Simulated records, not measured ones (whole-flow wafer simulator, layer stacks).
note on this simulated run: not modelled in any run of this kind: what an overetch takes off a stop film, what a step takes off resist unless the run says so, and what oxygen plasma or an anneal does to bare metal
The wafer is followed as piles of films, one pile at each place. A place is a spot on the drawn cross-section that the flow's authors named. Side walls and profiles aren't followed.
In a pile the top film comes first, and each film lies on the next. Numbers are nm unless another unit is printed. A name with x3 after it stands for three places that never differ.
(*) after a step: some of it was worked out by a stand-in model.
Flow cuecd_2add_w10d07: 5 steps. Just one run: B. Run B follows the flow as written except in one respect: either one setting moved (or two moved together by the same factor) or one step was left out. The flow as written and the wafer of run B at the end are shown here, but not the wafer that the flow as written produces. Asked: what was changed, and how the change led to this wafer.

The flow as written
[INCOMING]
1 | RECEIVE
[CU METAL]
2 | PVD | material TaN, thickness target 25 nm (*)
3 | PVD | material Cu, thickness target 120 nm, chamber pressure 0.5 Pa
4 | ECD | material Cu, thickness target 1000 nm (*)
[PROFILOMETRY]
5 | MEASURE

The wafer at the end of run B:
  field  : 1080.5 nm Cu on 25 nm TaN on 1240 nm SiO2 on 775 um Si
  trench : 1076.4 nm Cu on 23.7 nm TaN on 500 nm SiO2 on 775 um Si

The reason: step 3, PVD: thickness target 80.5 nm was run, while the flow as written has thickness target 120 nm.

How this came from the change, step by step:
  3 | PVD | material Cu, thickness target 120 nm, chamber pressure 0.5 Pa
      field: Cu gains 80.5 (new film) (it would be, as written: Cu gains 120 (new film))
      trench: Cu gains 76.4 (new film) (it would be, as written: Cu gains 114 (new film))
